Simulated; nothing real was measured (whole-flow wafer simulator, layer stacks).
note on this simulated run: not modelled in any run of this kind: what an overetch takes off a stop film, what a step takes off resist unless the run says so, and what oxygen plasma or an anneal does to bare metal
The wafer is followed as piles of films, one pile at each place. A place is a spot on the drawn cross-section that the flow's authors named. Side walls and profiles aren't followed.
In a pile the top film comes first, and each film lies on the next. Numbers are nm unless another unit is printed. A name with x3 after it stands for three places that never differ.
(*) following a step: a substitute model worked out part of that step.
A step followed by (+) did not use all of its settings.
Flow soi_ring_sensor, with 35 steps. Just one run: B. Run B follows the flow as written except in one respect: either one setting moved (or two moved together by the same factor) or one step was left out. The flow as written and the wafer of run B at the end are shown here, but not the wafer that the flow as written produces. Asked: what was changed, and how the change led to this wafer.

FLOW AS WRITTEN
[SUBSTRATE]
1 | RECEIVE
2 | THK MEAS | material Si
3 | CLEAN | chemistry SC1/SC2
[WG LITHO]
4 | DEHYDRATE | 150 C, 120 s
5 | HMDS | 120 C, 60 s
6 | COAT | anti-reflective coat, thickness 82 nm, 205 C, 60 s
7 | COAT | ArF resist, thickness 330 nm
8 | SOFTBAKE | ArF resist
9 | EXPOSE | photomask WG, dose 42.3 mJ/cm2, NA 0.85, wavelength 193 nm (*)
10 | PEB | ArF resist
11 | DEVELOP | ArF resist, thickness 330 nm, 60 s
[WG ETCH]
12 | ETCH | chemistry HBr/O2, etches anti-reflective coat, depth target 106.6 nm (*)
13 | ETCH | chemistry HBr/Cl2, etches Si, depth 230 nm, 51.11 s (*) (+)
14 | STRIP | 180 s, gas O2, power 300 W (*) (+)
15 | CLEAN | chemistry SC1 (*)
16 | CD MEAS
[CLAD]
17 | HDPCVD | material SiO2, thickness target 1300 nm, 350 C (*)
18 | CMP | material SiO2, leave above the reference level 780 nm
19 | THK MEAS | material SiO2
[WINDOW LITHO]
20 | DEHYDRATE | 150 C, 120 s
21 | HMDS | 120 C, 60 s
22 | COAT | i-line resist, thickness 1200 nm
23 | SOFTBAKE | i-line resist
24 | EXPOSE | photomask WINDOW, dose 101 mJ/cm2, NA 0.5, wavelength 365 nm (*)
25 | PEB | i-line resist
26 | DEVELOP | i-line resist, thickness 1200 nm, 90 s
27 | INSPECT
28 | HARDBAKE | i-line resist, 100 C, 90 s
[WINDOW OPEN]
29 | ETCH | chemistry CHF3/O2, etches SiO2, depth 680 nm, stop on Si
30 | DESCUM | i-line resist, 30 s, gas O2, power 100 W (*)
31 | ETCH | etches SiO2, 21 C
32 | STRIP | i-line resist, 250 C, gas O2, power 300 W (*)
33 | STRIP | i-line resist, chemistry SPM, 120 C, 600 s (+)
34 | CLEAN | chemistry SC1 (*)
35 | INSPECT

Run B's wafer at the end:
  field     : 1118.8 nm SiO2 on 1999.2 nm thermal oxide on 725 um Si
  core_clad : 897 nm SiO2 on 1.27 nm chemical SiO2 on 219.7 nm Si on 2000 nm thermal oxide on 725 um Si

Cause: step 18, CMP: leave above the reference level 897 nm was run, while the flow as written has leave above the reference level 780 nm.
The wafer itself shows it: core_clad has SiO2 897, and step 18 as written asks for 780 nm.

How this came from the change, step by step:
  18 | CMP | material SiO2, leave above the reference level 780 nm
      gap, window, field, gap_clad: SiO2 loses 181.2 (as written it would have been: SiO2 loses 298.2)
      core, core_clad: SiO2 loses 403 (as written it would have been: SiO2 loses 520)
  31 | ETCH | etches SiO2, 21 C
      core: SiO2 loses 217 (all of it), chemical SiO2 loses 1.27 (all of it) (as written it would have been: SiO2 loses 100 (all of it), chemical SiO2 loses 1.27 (all of it))
